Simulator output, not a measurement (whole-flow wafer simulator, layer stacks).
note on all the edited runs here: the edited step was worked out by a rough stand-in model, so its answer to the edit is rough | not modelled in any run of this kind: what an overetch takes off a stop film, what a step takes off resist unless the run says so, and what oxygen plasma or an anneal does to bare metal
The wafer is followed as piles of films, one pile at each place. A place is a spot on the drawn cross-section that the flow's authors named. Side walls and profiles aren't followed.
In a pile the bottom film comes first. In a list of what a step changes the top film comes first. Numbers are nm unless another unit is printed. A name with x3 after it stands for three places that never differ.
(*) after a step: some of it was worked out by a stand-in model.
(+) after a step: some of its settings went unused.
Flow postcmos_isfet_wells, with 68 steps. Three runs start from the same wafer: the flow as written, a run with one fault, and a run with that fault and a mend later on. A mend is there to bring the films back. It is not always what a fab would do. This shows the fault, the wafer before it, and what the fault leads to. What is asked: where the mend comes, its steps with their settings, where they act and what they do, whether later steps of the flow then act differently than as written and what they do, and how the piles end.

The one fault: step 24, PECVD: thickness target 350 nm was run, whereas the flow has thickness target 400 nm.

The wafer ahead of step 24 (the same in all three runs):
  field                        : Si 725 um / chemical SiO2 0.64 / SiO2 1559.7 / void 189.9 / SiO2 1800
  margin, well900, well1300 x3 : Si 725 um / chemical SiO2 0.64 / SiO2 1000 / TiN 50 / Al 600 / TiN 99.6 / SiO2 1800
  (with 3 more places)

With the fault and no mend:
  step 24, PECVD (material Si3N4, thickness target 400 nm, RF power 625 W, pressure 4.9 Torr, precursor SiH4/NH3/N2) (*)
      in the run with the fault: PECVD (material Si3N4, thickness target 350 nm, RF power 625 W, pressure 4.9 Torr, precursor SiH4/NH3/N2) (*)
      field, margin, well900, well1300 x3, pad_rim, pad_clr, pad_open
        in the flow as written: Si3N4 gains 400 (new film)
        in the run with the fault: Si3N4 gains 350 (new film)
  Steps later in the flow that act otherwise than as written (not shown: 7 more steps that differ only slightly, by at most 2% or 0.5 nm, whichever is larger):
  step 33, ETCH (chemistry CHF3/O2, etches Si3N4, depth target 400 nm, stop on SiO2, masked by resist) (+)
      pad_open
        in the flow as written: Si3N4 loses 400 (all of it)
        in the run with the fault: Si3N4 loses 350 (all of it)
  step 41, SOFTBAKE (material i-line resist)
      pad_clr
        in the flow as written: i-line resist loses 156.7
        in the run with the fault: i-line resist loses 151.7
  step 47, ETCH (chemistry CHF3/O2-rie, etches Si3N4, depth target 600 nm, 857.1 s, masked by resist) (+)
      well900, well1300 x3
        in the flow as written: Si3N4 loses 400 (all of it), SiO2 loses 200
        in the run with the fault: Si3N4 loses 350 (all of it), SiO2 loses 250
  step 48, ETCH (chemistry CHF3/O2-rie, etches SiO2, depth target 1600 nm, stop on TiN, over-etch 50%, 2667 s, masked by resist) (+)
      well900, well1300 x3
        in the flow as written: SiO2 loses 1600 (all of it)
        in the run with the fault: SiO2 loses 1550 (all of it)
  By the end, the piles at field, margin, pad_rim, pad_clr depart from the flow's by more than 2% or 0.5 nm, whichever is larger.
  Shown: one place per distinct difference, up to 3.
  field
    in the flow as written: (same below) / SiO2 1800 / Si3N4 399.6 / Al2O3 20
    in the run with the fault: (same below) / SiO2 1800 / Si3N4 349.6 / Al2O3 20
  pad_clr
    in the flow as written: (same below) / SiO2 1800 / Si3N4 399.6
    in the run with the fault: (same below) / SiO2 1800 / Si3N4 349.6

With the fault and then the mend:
  The mend stands after step 24.
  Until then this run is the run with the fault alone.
  step 24a, PECVD (material Si3N4, thickness target 50 nm, RF power 625 W, pressure 4.9 Torr, precursor SiH4/NH3/N2) (the flow's step 24 again, with other settings)
      field, margin, well900, well1300 x3, pad_rim, pad_clr, pad_open
        Si3N4 gains 50
  Every later step of the flow that is run acts as written at every place that is followed.
  By the end, the piles equal the flow's at every place that both follow.
